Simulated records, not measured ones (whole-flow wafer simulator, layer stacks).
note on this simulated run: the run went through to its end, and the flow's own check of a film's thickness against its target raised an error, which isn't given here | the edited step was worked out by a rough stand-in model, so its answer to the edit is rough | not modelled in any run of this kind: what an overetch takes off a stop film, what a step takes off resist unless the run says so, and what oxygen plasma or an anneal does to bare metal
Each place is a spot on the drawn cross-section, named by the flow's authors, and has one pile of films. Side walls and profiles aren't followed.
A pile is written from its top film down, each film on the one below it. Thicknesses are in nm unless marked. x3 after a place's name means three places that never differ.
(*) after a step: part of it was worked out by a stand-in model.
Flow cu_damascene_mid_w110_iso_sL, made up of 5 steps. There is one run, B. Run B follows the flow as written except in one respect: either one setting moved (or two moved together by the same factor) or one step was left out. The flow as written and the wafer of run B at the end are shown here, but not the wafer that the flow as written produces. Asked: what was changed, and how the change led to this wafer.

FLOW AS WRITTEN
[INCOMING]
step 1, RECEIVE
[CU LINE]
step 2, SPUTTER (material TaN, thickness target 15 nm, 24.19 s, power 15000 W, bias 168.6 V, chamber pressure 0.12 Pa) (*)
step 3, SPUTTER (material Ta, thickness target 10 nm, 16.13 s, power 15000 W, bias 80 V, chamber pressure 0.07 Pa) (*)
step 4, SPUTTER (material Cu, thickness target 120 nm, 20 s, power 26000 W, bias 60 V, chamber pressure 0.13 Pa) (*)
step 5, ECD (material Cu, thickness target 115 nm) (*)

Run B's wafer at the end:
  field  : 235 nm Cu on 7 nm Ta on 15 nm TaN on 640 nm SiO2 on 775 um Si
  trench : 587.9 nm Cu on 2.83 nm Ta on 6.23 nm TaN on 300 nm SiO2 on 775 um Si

Cause: step 3, SPUTTER: thickness target 7 nm was run, though the flow has thickness target 10 nm.
One can read it off the wafer: field has Ta 7, and step 3 as written asks for 10 nm.

The path from the change to this, step by step:
  step 3, SPUTTER (material Ta, thickness target 10 nm, 16.13 s, power 15000 W, bias 80 V, chamber pressure 0.07 Pa) (*)
      field: Ta gains 7 (new film) (as written it would have been: Ta gains 10 (new film))
      trench: Ta gains 2.83 (new film) (as written it would have been: Ta gains 4.05 (new film))
